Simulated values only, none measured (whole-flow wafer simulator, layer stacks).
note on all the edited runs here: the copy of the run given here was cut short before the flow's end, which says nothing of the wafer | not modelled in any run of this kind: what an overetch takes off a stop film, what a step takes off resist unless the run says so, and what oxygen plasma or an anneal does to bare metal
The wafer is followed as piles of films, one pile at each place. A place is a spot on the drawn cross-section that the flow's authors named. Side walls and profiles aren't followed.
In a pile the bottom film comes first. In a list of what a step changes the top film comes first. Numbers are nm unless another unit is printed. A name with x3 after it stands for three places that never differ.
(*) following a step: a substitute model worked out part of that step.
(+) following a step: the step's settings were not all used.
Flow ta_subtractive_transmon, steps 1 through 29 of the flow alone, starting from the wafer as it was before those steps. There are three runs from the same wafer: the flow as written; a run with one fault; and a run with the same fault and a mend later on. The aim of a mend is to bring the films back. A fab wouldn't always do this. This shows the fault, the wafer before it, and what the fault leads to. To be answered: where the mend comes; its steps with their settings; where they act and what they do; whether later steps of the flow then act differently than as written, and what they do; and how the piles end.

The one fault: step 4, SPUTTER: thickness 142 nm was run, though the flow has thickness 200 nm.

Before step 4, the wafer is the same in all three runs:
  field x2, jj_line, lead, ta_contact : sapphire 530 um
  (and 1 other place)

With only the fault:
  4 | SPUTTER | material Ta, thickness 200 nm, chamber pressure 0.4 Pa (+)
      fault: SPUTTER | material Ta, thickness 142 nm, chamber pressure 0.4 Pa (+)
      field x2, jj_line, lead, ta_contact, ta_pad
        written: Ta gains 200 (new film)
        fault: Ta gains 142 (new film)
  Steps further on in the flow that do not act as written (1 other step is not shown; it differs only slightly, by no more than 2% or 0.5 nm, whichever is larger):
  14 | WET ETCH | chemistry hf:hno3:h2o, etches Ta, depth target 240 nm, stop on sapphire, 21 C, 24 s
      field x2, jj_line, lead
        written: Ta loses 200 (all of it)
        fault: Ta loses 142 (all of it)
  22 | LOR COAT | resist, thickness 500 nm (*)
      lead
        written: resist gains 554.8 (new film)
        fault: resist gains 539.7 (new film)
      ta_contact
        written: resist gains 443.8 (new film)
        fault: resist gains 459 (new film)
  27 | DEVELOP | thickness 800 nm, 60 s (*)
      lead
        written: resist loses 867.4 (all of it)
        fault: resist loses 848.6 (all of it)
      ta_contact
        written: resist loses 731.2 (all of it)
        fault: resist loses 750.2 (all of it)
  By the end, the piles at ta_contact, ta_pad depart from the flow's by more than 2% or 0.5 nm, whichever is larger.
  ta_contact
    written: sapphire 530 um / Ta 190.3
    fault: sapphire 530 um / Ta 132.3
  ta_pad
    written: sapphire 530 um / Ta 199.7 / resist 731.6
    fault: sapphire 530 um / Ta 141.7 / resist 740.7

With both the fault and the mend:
  The mend stands after step 5.
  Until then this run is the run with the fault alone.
  5a | SPUTTER | material Ta, thickness 58 nm, chamber pressure 0.4 Pa (+) (the flow's step 4, run once more with other settings)
      field x2, jj_line, lead, ta_contact, ta_pad
        Ta gains 58
  Later steps of the flow that are run all act as written at every place that is followed.
  By the end, the piles equal the flow's at every place that both follow.
